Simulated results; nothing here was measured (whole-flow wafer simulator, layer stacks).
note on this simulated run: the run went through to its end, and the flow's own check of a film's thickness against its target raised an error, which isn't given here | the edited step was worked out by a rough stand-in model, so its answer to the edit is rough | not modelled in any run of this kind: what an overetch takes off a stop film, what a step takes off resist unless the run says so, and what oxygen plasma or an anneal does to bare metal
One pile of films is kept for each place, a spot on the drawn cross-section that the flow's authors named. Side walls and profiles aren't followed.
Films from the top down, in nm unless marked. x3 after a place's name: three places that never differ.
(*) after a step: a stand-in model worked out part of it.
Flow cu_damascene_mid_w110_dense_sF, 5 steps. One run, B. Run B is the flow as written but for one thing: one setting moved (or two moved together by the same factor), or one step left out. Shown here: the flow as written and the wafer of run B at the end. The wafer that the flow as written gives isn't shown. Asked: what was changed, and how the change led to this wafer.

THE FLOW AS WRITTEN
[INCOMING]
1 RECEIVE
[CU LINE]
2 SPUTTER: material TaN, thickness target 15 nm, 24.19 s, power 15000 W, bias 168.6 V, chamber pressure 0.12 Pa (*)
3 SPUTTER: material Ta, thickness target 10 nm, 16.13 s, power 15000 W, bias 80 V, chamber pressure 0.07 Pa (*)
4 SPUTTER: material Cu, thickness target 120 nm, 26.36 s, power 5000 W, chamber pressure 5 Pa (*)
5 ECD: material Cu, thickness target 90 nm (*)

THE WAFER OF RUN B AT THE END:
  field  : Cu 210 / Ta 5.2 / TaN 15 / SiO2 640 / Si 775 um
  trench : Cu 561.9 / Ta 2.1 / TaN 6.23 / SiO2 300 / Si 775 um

The cause: step 3, SPUTTER: thickness target 5.2 nm was run, where the flow has thickness target 10 nm; step 3, SPUTTER: 8.47 s was run, where the flow has 16.13 s.
It can be read off the wafer: field has Ta 5.2, and step 3 as written asks for 10 nm.

How the change led to this, step by step:
  3 SPUTTER: material Ta, thickness target 10 nm, 16.13 s, power 15000 W, bias 80 V, chamber pressure 0.07 Pa (*)
      field: Ta +5.2 (new film) (as written it would be: Ta +10 (new film))
      trench: Ta +2.1 (new film) (as written it would be: Ta +4.05 (new film))
